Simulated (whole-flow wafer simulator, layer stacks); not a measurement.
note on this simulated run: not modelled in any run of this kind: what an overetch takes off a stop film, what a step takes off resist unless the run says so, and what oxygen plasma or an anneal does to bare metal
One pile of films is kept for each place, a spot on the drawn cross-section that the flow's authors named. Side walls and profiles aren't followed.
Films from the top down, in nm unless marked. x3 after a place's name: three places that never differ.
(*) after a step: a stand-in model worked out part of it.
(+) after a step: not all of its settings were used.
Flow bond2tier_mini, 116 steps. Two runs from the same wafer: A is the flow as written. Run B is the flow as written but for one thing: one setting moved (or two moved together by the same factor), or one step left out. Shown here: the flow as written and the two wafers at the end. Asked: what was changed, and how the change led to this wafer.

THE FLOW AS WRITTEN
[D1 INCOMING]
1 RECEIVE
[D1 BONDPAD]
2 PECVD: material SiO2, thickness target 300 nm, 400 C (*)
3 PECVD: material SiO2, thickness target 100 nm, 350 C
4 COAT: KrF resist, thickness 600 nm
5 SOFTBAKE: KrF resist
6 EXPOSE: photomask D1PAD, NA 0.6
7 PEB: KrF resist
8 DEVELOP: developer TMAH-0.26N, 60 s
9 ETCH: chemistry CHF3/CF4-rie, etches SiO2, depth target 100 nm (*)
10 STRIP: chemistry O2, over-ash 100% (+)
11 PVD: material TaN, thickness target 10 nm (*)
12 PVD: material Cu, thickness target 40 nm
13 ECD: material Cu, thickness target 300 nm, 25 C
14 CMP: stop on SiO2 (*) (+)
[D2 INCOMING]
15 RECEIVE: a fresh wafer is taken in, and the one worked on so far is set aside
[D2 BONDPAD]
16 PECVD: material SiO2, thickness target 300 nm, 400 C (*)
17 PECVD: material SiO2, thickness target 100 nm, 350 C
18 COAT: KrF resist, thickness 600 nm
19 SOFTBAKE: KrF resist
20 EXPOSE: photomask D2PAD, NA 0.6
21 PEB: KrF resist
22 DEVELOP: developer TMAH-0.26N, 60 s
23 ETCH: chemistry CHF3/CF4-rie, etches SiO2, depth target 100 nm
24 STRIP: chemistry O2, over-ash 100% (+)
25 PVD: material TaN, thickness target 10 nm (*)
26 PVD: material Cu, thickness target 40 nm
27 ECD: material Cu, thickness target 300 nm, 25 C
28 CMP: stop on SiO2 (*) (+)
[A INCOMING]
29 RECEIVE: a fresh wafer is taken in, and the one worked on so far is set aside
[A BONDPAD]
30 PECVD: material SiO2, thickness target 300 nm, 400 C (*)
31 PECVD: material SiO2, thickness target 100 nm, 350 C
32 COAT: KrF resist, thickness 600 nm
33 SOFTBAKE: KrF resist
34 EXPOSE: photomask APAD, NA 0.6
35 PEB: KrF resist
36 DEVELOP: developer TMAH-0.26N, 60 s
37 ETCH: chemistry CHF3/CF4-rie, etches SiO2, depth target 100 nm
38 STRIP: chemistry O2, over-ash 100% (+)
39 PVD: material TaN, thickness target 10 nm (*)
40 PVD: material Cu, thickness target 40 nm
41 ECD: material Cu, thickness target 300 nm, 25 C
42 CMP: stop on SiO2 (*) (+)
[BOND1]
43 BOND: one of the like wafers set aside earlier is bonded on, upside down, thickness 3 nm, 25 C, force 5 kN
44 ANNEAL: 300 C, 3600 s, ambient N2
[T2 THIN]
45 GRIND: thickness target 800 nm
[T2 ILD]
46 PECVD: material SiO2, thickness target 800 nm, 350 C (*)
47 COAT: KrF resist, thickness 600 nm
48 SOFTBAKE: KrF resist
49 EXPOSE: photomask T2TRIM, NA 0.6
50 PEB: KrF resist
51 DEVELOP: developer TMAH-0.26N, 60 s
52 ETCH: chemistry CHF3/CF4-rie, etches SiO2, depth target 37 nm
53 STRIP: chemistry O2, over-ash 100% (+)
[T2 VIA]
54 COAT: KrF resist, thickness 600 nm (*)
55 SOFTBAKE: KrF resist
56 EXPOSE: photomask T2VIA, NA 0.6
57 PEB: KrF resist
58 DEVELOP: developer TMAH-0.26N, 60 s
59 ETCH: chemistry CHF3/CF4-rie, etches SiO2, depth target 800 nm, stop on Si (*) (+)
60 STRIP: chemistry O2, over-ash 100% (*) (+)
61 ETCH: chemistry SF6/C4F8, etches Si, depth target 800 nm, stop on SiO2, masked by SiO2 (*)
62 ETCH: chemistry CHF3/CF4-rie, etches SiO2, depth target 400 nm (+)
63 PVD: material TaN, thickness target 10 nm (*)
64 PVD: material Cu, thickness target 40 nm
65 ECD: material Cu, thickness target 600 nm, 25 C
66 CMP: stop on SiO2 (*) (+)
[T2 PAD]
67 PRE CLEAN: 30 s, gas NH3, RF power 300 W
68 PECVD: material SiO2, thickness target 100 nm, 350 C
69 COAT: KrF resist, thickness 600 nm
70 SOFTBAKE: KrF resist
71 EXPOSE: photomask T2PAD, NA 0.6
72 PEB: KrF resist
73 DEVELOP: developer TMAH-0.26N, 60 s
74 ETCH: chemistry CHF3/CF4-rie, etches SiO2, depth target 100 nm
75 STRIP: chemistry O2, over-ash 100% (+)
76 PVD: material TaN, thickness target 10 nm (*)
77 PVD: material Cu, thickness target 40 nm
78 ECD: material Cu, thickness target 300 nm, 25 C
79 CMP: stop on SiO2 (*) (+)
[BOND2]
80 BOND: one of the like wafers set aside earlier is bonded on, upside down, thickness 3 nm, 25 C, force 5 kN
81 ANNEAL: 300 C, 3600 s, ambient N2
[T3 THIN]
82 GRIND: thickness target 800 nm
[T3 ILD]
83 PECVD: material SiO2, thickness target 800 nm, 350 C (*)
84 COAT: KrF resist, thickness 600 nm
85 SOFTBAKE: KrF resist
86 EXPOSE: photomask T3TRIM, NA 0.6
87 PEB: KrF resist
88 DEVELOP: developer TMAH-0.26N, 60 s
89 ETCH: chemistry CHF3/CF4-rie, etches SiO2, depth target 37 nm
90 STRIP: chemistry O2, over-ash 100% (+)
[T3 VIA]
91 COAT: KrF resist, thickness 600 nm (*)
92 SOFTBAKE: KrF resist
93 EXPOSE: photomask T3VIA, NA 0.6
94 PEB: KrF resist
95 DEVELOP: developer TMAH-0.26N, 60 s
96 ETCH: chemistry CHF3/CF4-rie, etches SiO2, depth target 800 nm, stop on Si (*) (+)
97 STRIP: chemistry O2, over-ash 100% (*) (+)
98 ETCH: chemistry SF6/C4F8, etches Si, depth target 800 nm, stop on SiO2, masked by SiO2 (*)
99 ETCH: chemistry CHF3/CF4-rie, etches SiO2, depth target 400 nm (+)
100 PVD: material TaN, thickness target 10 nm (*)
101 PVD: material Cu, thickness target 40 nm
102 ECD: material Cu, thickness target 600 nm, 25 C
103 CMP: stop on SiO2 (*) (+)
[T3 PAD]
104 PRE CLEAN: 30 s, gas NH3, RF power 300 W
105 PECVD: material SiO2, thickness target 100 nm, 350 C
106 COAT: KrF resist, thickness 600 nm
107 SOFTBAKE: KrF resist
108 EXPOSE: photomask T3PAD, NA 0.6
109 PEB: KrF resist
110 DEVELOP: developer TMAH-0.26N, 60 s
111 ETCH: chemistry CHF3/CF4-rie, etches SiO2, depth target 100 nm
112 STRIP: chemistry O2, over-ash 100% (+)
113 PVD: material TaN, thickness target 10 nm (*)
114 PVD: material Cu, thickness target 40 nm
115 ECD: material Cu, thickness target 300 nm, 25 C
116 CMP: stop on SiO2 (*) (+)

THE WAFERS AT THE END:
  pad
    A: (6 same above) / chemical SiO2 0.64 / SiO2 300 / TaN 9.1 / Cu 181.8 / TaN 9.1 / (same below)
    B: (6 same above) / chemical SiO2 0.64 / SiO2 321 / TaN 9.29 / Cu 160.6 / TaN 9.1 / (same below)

The cause: step 23, ETCH: depth target 79 nm was run, where the flow has depth target 100 nm.

How the change led to this, step by step:
  23 ETCH: chemistry CHF3/CF4-rie, etches SiO2, depth target 100 nm
      pad, via: A SiO2 -100 | B SiO2 -79
      field: A KrF resist -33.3 | B KrF resist -26.3
  27 ECD: material Cu, thickness target 300 nm, 25 C
      pad: A Cu +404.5 | B Cu +382.6
      via: A Cu +400.2 | B Cu +379.1
  80 BOND: one of the like wafers set aside earlier is bonded on, upside down, thickness 3 nm, 25 C, force 5 kN
      pad: A Si +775 um (new film), chemical SiO2 +0.64 (new film), SiO2 +300 (new film), TaN +9.1 (new film), Cu +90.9 | B Si +775 um (new film), chemical SiO2 +0.64 (new film), SiO2 +321 (new film), TaN +9.29 (new film), Cu +69.7
